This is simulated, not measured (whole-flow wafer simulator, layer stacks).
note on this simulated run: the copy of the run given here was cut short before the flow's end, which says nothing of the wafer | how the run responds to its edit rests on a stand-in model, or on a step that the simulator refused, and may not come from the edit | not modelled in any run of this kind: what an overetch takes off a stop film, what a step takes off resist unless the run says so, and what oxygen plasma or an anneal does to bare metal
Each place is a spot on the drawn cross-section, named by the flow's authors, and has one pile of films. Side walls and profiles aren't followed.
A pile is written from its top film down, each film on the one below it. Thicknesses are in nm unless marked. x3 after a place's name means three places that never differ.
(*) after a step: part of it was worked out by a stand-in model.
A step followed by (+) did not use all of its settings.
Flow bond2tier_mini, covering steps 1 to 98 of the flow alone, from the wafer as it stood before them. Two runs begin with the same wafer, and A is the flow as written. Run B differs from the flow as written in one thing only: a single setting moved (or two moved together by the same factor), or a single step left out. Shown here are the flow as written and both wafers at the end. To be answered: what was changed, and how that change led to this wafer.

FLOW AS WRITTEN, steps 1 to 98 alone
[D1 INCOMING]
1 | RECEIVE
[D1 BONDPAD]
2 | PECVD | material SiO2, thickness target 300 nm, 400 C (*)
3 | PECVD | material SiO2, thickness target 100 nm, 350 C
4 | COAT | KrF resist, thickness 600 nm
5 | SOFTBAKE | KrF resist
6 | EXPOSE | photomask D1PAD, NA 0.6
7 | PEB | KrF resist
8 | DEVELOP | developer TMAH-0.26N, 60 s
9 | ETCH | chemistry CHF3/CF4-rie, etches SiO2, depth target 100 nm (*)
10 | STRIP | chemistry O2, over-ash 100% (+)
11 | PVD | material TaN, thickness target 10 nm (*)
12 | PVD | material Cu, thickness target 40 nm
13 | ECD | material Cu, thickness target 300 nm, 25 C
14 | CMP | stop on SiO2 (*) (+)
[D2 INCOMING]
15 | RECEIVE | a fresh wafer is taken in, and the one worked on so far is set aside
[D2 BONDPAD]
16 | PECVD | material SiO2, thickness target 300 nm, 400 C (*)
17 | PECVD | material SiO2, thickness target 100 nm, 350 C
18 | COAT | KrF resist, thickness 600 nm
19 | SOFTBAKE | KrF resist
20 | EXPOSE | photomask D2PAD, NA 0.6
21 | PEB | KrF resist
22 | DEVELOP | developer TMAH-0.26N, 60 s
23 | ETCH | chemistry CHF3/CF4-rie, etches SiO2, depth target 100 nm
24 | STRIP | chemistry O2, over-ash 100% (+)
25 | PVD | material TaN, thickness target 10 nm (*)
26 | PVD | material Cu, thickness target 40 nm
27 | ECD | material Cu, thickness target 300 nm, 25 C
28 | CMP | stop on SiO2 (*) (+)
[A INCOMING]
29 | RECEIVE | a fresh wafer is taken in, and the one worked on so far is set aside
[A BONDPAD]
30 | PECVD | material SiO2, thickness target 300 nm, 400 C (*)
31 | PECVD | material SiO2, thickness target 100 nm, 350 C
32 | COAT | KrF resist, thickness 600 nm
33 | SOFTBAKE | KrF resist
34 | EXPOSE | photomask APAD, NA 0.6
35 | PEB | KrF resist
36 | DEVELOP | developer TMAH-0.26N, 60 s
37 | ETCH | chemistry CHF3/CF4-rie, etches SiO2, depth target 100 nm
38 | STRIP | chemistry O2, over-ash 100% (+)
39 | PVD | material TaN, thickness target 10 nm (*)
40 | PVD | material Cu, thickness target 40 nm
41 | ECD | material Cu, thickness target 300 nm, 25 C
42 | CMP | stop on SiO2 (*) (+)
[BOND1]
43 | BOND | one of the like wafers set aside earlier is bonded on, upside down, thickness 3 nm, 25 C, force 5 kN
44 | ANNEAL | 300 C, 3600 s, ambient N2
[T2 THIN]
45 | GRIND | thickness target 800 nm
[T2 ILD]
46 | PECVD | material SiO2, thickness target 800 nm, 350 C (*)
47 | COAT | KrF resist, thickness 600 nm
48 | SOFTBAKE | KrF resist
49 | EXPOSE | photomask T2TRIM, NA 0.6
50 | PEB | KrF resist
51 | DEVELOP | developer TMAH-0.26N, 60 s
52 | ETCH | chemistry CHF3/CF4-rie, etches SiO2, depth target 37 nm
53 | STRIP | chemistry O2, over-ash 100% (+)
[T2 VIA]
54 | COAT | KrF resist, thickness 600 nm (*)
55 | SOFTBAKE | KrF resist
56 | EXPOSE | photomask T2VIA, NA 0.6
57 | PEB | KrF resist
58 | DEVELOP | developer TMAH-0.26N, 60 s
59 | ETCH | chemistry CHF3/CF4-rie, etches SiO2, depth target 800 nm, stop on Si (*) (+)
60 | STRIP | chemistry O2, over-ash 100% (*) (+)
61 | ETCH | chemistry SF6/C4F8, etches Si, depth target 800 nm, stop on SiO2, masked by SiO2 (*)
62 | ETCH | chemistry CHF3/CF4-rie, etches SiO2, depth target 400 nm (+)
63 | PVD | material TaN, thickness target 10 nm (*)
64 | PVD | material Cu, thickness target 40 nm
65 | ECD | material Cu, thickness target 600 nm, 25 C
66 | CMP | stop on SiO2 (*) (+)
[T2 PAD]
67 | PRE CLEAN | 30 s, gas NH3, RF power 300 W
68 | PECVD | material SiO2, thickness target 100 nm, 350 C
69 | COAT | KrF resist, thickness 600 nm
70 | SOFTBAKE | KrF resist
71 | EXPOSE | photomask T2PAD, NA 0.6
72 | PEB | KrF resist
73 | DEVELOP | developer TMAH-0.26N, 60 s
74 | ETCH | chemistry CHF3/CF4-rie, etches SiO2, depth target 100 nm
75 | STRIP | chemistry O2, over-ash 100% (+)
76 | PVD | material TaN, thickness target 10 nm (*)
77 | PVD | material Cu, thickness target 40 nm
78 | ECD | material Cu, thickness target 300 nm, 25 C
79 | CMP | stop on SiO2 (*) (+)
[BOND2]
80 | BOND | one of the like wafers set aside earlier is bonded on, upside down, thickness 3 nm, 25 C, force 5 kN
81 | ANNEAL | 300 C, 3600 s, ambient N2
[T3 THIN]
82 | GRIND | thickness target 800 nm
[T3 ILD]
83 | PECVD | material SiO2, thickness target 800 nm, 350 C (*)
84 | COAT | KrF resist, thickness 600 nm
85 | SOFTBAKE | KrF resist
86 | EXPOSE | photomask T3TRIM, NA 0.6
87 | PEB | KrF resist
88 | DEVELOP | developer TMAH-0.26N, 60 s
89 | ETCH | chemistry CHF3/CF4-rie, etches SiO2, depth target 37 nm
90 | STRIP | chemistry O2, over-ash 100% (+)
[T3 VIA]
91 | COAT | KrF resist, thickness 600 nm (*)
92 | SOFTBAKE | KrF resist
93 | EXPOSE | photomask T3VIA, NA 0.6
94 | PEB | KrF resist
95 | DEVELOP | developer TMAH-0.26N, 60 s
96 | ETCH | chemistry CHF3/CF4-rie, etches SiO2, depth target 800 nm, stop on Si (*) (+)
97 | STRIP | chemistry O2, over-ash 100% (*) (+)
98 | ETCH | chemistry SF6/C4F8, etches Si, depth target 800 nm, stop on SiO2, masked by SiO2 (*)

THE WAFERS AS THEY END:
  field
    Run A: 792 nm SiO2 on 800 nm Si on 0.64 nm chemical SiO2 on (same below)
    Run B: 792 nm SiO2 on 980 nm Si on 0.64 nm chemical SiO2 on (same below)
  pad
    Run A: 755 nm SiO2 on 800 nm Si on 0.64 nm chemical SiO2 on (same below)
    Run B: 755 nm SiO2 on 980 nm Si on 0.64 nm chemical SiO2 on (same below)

Cause: step 82, GRIND: thickness target 980 nm was run, while the flow as written has thickness target 800 nm.
One can read it off the wafer: field has Si 980, and step 82 as written asks for 800 nm.

How this came from the change, step by step:
  82 | GRIND | thickness target 800 nm
      field, pad: A -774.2 um Si | B -774.02 um Si
